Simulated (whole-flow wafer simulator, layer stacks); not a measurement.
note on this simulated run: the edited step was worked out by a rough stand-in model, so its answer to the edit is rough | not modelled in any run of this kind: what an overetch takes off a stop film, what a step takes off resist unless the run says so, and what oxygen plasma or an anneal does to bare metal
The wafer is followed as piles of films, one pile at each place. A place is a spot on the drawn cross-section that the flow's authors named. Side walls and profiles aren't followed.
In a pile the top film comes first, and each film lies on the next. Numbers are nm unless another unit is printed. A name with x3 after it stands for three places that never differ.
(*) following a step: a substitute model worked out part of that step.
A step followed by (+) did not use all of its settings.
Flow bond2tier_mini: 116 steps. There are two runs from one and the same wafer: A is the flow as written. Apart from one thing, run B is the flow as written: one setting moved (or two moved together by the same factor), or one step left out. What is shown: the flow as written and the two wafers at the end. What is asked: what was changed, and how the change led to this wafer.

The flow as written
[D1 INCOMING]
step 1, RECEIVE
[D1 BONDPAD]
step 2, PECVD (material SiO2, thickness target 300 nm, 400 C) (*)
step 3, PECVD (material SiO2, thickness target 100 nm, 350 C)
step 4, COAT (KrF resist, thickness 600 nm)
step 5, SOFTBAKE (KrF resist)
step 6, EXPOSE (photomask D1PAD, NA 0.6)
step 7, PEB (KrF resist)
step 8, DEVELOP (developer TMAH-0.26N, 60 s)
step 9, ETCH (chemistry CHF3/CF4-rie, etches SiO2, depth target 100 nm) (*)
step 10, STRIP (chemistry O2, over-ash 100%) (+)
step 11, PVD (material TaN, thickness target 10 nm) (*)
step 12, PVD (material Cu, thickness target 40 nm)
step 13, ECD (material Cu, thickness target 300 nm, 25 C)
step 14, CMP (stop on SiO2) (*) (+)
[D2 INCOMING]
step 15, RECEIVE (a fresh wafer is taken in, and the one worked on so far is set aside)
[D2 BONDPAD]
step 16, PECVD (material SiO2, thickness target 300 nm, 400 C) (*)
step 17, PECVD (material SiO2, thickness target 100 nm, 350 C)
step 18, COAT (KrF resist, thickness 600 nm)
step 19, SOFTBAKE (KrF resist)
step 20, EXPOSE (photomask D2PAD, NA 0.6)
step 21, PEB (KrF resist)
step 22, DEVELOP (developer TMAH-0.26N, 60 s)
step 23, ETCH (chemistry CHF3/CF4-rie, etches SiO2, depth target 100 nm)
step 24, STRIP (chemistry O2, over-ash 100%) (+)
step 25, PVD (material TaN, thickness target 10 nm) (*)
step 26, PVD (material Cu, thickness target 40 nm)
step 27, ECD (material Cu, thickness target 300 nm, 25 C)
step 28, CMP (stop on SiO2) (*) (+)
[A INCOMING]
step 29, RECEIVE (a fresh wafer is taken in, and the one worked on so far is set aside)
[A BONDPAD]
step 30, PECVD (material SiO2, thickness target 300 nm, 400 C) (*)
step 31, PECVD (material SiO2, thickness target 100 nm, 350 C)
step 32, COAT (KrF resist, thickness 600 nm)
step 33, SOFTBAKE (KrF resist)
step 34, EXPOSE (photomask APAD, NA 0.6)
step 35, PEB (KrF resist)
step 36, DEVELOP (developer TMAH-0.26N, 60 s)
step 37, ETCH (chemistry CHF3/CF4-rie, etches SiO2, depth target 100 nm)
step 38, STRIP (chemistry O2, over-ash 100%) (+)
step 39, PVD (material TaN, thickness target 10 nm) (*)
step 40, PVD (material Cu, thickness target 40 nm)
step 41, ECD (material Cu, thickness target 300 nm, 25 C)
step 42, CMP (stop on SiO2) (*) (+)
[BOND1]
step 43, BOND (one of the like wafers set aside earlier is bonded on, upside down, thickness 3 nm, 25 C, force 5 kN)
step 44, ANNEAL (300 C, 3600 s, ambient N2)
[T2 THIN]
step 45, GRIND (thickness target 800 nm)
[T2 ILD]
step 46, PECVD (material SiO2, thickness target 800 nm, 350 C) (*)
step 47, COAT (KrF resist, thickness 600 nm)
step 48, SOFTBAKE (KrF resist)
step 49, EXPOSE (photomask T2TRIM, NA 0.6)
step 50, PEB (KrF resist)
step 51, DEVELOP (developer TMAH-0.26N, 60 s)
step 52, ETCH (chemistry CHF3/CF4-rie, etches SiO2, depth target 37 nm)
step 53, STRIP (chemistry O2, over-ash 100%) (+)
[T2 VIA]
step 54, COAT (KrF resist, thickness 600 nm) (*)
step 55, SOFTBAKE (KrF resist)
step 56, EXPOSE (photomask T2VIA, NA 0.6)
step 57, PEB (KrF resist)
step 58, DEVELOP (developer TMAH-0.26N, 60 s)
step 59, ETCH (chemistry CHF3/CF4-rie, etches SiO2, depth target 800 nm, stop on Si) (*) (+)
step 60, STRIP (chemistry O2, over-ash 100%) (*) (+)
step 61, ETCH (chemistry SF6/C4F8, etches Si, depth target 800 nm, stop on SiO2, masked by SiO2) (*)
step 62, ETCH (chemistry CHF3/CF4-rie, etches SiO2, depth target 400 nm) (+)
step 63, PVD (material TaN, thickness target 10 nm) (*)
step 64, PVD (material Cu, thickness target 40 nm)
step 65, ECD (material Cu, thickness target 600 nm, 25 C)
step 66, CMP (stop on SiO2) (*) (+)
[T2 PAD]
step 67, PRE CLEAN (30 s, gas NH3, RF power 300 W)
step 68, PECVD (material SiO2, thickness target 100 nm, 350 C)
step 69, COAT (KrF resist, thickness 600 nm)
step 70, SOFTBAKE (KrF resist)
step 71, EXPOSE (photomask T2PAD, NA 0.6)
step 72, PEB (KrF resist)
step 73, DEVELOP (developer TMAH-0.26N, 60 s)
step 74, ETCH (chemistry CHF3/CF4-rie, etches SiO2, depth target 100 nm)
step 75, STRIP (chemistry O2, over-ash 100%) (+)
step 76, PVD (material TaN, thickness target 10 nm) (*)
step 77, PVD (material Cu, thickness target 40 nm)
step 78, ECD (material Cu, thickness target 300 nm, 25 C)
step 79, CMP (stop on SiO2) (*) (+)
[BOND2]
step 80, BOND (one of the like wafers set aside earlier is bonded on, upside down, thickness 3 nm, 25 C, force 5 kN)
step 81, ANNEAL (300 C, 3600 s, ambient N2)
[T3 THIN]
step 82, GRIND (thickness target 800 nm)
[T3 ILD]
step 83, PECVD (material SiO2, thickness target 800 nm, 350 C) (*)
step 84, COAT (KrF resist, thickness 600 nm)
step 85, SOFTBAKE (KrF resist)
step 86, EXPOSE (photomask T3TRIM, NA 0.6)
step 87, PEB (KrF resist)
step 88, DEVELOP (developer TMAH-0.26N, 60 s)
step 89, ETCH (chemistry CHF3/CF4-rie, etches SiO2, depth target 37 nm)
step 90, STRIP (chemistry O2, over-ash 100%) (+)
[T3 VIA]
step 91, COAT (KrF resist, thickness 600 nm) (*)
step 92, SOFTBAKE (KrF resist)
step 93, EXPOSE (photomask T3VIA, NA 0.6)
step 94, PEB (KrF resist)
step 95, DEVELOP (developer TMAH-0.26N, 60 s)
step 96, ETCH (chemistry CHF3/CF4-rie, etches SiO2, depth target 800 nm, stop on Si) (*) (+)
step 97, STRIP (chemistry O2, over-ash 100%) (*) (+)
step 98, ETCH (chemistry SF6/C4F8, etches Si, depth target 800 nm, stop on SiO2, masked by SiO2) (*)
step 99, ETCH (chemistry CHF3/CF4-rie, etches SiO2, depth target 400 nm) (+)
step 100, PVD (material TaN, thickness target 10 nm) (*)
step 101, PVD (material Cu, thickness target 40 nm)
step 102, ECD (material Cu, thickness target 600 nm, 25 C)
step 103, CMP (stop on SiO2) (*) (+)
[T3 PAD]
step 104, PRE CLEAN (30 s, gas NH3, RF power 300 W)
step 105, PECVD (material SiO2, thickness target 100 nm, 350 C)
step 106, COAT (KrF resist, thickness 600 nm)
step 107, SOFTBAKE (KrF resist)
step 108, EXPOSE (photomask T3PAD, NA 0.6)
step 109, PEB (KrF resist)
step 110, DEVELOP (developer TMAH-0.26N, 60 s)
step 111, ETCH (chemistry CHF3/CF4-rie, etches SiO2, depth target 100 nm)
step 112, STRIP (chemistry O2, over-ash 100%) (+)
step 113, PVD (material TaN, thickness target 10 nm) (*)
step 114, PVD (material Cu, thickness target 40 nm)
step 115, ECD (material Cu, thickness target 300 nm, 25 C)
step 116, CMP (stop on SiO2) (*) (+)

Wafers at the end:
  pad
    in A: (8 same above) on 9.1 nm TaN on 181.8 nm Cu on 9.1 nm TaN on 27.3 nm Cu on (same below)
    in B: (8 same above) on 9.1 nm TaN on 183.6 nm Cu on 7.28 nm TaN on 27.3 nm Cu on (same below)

The reason: step 76, PVD: thickness target 8 nm was run, while the flow as written has thickness target 10 nm.

The path from the change to this, step by step:
  step 76, PVD (material TaN, thickness target 10 nm) (*)
      field: A TaN gains 10 (new film) | B TaN gains 8 (new film)
      pad: A TaN gains 9.1 (new film) | B TaN gains 7.28 (new film)
  step 79, CMP (stop on SiO2) (*) (+)
      field: A Cu loses 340 (all of it), TaN loses 10 (all of it) | B Cu loses 340 (all of it), TaN loses 8 (all of it)
